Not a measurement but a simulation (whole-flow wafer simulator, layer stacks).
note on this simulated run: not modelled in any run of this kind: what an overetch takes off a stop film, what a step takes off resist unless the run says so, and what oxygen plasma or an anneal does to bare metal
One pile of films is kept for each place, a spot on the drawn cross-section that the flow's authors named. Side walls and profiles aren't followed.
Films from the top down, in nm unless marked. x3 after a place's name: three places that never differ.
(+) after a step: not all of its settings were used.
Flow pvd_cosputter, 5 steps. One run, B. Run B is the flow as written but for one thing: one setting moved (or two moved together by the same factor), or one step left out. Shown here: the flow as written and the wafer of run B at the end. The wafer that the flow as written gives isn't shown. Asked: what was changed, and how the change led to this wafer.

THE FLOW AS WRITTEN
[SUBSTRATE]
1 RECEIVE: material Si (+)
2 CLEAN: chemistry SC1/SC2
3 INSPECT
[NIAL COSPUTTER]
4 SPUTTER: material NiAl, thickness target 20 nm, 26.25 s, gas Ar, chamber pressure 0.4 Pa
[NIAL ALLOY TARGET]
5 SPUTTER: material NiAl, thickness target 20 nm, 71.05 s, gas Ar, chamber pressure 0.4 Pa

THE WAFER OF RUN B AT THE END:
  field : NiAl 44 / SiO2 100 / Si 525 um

The cause: step 4, SPUTTER: thickness target 24 nm was run, where the flow has thickness target 20 nm; step 4, SPUTTER: 31.5 s was run, where the flow has 26.25 s.

How the change led to this, step by step:
  4 SPUTTER: material NiAl, thickness target 20 nm, 26.25 s, gas Ar, chamber pressure 0.4 Pa
      field: NiAl +24 (new film) (as written it would be: NiAl +20 (new film))
